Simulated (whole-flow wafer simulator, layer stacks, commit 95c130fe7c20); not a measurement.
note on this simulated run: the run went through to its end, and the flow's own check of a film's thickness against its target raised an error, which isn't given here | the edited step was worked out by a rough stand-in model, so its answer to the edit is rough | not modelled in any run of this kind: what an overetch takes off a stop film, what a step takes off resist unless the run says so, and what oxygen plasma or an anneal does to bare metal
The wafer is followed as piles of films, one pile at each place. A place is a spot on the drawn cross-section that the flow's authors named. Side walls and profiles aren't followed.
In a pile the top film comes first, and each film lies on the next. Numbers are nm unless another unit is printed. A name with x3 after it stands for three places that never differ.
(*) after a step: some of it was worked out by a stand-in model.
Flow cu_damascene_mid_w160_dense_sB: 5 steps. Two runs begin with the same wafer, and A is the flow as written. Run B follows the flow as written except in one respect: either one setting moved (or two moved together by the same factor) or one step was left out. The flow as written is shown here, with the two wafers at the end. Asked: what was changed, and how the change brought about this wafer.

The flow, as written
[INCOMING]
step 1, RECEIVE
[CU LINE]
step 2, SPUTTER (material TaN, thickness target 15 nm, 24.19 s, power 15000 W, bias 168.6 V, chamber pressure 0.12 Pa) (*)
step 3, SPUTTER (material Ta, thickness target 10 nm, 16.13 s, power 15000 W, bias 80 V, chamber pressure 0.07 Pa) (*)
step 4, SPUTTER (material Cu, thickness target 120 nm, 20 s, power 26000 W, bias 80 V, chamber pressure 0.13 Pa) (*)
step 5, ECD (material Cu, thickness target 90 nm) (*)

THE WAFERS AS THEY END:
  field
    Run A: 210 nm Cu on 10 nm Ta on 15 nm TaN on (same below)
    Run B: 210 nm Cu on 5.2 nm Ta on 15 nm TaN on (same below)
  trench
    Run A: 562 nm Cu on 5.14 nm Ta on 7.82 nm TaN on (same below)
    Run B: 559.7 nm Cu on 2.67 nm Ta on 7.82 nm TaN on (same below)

Cause: step 3, SPUTTER: thickness target 5.2 nm was run, while the flow as written has thickness target 10 nm; step 3, SPUTTER: 8.47 s was run, where the flow has 16.13 s.
One can read it off the wafer: field has Ta 5.2, and step 3 as written asks for 10 nm.

How this came from the change, step by step:
  step 3, SPUTTER (material Ta, thickness target 10 nm, 16.13 s, power 15000 W, bias 80 V, chamber pressure 0.07 Pa) (*)
      field: A +10 Ta (new film) | B +5.2 Ta (new film)
      trench: A +5.14 Ta (new film) | B +2.67 Ta (new film)
